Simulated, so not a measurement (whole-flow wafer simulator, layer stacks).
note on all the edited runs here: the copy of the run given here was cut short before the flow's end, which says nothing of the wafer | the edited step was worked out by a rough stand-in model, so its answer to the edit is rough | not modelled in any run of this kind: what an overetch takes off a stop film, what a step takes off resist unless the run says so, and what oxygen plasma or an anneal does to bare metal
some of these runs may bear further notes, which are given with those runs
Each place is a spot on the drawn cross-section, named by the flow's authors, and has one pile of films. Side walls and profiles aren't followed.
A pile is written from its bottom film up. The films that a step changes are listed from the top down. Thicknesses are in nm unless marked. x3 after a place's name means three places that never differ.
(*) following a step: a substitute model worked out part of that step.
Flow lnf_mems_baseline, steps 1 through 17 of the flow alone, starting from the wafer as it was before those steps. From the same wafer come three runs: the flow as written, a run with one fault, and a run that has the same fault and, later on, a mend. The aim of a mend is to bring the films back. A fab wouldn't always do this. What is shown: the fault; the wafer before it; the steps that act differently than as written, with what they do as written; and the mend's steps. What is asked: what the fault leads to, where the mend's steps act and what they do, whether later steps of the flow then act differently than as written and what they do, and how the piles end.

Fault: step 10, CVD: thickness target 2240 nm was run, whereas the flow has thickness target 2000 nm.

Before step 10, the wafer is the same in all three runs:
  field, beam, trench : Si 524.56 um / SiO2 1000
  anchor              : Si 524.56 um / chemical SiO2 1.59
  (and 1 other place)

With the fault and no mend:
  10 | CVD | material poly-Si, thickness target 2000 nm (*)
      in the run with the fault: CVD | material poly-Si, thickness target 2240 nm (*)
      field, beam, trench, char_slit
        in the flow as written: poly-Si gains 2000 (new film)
        in the run with the fault: poly-Si gains 2240 (new film)
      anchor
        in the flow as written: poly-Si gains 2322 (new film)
        in the run with the fault: poly-Si gains 2662.7 (new film)
  Steps later in the flow that act otherwise than as written (1 more step, not shown, differs only slightly: by at most 2% or 0.5 nm, whichever is larger):
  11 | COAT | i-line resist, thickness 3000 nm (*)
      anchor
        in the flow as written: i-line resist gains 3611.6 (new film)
        in the run with the fault: i-line resist gains 3515.5 (new film)
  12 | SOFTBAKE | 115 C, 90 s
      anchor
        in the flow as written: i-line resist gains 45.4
        in the run with the fault: i-line resist gains 42.1
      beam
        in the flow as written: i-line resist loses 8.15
        in the run with the fault: i-line resist loses 7.64
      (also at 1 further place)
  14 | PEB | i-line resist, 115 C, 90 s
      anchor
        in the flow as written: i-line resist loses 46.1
        in the run with the fault: i-line resist loses 44.3
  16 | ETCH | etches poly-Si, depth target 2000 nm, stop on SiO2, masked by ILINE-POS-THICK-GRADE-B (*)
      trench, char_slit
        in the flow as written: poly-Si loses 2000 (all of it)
        in the run with the fault: poly-Si loses 2000
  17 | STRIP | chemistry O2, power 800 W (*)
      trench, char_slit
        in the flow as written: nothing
        in the run with the fault: chemical SiO2 gains 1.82 (new film), poly-Si loses 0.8
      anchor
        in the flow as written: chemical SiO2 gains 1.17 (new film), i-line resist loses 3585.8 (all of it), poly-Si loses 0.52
        in the run with the fault: chemical SiO2 gains 1.17 (new film), i-line resist loses 3488.1 (all of it), poly-Si loses 0.51
  At field, anchor, beam, trench, char_slit, the piles at the end differ from the flow's by more than 2% or 0.5 nm, whichever is larger.
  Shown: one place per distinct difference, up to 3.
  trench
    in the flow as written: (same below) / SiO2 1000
    in the run with the fault: (same below) / SiO2 1000 / poly-Si 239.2 / chemical SiO2 1.82
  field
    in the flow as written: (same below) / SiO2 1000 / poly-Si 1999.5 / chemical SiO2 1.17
    in the run with the fault: (same below) / SiO2 1000 / poly-Si 2239.5 / chemical SiO2 1.17
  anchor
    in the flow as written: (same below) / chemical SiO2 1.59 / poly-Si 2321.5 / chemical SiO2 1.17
    in the run with the fault: (same below) / chemical SiO2 1.59 / poly-Si 2662.2 / chemical SiO2 1.17

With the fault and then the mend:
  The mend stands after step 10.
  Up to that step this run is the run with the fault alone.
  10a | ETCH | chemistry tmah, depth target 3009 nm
      field, beam, trench, char_slit
        poly-Si loses 2240 (all of it)
      anchor
        poly-Si loses 2662.7 (all of it)
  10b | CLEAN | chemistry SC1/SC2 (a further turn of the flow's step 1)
      alters no film at any place that is followed
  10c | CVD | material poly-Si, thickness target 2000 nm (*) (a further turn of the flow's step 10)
      field, beam, trench, char_slit
        poly-Si gains 2000 (new film)
      anchor
        poly-Si gains 2322 (new film)
  Later steps of the flow that are run all act as written at every place that is followed.
  By the end, the piles equal the flow's at every place that both follow.
